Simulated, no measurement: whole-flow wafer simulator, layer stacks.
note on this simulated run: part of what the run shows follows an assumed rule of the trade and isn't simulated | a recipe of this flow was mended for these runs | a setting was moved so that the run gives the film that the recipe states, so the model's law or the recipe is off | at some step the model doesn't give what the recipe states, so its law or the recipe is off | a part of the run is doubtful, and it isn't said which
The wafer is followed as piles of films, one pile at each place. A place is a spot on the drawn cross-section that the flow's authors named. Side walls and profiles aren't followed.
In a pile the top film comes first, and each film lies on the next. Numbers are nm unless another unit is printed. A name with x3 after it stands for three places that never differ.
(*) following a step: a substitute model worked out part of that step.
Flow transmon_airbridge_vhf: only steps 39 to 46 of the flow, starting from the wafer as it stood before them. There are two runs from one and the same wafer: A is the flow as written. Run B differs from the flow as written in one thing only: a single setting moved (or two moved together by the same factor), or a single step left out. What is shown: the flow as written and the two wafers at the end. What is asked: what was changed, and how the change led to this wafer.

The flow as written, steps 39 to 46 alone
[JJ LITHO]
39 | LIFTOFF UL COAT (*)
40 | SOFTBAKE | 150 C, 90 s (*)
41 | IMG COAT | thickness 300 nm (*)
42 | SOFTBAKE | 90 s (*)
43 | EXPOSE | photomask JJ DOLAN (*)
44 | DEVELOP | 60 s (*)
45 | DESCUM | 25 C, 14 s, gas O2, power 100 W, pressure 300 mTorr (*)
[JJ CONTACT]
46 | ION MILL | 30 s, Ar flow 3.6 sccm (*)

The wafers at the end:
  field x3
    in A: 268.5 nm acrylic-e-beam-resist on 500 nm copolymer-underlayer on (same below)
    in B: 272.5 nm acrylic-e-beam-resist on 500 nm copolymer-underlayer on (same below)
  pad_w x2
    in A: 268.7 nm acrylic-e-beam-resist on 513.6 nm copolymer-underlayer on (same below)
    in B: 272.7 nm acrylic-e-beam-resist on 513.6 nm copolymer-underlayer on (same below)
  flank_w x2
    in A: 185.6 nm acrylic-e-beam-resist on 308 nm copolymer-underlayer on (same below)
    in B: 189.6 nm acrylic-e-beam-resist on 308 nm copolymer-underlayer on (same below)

Cause: step 46, ION MILL: 22.8 s was run, though the flow has 30 s.

The path from the change to this, step by step:
  46 | ION MILL | 30 s, Ar flow 3.6 sccm (*)
      field x3, ground_far x3, pad_w x2, flank_w x2, gap_w x2, cpw_trace, margin_s x2, bridge_strip: A -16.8 acrylic-e-beam-resist | B -12.8 acrylic-e-beam-resist
      jj_line: A -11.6 Si | B -8.84 Si
